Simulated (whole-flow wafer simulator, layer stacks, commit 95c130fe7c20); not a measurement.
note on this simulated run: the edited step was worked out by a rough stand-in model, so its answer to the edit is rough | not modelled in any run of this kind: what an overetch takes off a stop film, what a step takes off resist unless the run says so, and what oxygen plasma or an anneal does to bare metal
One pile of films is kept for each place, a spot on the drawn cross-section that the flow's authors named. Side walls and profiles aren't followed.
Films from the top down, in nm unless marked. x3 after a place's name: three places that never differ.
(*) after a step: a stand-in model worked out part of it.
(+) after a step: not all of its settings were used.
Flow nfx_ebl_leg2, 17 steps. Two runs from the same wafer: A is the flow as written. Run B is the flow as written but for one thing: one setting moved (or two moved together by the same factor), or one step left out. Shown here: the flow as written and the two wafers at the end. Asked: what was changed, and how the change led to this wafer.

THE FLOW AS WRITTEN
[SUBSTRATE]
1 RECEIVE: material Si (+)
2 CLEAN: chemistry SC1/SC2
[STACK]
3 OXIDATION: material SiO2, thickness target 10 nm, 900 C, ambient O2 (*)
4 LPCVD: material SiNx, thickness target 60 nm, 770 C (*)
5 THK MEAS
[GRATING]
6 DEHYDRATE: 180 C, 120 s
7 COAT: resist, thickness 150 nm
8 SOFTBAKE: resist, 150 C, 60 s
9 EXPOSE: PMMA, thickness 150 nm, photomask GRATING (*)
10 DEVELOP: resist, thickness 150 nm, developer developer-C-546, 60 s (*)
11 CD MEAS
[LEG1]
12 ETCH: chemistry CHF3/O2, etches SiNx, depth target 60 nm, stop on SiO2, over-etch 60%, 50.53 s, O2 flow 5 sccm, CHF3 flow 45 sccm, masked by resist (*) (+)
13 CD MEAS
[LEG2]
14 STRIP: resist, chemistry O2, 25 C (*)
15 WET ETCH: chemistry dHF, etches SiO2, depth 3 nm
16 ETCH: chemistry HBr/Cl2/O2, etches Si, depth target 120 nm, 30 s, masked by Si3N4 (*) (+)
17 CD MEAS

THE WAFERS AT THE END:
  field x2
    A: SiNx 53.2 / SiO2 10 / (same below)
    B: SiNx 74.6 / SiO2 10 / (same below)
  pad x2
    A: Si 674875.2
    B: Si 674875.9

The cause: step 4, LPCVD: thickness target 81.4 nm was run, where the flow has thickness target 60 nm.

How the change led to this, step by step:
  4 LPCVD: material SiNx, thickness target 60 nm, 770 C (*)
      field x2, pad x2: A SiNx +60 (new film) | B SiNx +81.4 (new film)
  12 ETCH: chemistry CHF3/O2, etches SiNx, depth target 60 nm, stop on SiO2, over-etch 60%, 50.53 s, O2 flow 5 sccm, CHF3 flow 45 sccm, masked by resist (*) (+)
      pad x2: A SiNx -60 (all of it), SiO2 -10 (all of it) | B SiNx -81.4 (all of it), SiO2 -7.3
  14 STRIP: resist, chemistry O2, 25 C (*)
      pad x2: A chemical SiO2 +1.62 (new film), Si -0.71 | B nothing
  15 WET ETCH: chemistry dHF, etches SiO2, depth 3 nm
      pad x2: A chemical SiO2 -1.62 (all of it) | B SiO2 -2.7 (all of it)
